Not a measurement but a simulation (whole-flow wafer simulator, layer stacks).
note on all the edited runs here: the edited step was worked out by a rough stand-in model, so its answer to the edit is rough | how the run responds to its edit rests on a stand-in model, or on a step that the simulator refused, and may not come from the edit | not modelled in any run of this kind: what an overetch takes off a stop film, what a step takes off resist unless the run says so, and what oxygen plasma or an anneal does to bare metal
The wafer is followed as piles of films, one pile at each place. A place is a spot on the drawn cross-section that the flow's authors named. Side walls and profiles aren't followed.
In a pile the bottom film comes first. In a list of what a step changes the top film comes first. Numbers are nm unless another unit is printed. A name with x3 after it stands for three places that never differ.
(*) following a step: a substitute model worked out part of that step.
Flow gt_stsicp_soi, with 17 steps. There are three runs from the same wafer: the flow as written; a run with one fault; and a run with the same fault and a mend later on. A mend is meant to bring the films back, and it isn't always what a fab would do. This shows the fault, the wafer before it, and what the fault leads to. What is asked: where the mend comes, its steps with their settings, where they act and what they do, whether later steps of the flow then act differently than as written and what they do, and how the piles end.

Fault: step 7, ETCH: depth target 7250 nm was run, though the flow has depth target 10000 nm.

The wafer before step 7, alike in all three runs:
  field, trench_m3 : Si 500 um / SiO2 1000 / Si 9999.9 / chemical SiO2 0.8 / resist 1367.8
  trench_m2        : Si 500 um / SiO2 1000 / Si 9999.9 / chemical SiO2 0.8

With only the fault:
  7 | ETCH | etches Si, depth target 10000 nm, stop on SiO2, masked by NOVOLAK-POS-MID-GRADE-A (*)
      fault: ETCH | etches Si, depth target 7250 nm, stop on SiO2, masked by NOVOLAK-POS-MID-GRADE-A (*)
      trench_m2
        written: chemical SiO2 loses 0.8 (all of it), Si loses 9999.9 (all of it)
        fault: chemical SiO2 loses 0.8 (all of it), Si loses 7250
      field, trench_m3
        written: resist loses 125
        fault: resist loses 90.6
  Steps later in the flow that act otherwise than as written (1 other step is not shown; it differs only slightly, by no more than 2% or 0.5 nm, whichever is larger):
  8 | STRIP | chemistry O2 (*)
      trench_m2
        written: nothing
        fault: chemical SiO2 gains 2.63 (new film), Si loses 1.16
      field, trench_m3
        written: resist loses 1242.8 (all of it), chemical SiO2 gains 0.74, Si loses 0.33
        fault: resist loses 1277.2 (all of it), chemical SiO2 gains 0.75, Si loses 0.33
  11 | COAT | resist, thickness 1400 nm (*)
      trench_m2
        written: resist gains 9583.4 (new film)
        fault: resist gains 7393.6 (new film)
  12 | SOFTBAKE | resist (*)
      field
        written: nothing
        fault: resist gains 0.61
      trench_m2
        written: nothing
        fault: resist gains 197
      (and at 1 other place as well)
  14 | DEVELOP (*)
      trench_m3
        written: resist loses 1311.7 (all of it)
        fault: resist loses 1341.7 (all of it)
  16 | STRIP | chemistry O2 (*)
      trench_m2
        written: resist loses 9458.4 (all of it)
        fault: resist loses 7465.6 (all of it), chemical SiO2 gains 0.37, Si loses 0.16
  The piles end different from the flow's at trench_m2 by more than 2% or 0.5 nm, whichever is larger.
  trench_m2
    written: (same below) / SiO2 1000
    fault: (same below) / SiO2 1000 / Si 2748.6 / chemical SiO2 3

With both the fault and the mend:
  The mend stands after step 7.
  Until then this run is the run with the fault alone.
  7a | ETCH | etches Si, depth target 2750 nm, stop on SiO2, masked by NOVOLAK-POS-MID-GRADE-A (*) (the flow's step 7 again, with other settings)
      field, trench_m3
        resist loses 34.4
      trench_m2
        Si loses 2749.9 (all of it)
  None of the later steps of the flow acts differently than as written at any place that is followed.
  At every place that both follow, the piles at the end match the flow's.
